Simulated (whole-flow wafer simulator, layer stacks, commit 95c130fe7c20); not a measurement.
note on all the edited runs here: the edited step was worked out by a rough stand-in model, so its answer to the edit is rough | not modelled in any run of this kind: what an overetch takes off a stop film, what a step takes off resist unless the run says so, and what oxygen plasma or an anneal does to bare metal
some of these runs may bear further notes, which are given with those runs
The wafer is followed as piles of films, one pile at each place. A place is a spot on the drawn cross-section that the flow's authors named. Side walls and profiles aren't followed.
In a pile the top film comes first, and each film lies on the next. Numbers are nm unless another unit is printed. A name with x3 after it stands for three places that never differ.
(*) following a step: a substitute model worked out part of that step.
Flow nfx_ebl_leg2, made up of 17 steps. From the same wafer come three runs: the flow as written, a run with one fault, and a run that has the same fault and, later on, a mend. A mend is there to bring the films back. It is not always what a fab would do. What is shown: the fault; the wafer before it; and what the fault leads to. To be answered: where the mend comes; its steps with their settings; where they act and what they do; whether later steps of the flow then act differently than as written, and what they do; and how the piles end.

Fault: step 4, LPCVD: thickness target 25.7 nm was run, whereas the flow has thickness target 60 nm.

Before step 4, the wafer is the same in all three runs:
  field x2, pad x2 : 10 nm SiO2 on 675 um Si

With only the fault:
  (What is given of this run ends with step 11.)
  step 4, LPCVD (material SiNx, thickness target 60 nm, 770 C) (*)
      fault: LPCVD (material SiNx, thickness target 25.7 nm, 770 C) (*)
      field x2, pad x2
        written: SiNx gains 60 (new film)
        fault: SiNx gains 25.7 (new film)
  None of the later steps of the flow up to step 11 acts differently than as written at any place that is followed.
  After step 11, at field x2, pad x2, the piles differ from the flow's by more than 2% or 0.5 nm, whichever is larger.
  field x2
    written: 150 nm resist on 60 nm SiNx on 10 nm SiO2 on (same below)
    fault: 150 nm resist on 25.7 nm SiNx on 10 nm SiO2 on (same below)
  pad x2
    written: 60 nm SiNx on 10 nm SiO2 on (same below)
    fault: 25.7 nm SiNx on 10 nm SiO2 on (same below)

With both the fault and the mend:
  After step 5 comes the mend.
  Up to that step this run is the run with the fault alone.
  step 5a, ETCH (chemistry h3po4, depth target 29.55 nm)
      field x2, pad x2
        SiNx loses 25.7 (all of it)
  step 5b, CLEAN (chemistry SC1/SC2) (the flow's step 2, run once more)
      does not change any film at any place that is followed
  step 5c, LPCVD (material SiNx, thickness target 60 nm, 770 C) (*) (the flow's step 4, run once more)
      field x2, pad x2
        SiNx gains 60 (new film)
  None of the later steps of the flow acts differently than as written at any place that is followed.
  By the end, the piles equal the flow's at every place that both follow.
